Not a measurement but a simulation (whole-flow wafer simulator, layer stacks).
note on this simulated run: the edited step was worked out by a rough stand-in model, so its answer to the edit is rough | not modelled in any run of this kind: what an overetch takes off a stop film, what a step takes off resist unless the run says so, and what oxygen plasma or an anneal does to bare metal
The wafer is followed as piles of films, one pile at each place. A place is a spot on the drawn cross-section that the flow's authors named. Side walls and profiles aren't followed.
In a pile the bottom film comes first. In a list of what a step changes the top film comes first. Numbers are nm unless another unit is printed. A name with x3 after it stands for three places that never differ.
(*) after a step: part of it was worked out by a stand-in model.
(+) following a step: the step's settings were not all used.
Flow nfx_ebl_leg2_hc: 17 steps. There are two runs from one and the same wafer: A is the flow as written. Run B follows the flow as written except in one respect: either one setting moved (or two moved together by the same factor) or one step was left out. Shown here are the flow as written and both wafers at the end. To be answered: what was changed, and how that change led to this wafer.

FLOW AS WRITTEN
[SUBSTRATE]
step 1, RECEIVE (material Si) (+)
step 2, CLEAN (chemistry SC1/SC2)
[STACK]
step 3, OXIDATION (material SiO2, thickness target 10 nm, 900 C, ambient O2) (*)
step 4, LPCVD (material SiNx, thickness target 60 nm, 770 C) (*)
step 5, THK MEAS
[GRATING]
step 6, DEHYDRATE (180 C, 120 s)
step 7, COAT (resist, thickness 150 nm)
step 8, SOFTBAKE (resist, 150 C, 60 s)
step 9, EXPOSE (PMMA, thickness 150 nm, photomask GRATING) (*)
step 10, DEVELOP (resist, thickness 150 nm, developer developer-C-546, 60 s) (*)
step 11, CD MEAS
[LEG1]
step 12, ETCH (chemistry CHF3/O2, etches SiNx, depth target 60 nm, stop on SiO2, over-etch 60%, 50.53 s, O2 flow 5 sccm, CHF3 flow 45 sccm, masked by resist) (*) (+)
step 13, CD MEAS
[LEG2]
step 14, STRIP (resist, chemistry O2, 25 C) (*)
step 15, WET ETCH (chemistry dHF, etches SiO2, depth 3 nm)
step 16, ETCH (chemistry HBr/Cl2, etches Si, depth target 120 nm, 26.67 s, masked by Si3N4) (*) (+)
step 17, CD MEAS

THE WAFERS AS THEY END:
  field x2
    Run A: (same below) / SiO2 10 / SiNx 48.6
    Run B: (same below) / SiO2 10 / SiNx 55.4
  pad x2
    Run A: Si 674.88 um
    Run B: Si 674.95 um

What caused this: step 16, ETCH: depth target 48 nm was run, though the flow has depth target 120 nm; step 16, ETCH: 10.67 s was run, where the flow has 26.67 s.

How this came from the change, step by step:
  step 16, ETCH (chemistry HBr/Cl2, etches Si, depth target 120 nm, 26.67 s, masked by Si3N4) (*) (+)
      field x2: A SiNx loses 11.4 | B SiNx loses 4.57
      pad x2: A Si loses 120 | B Si loses 48
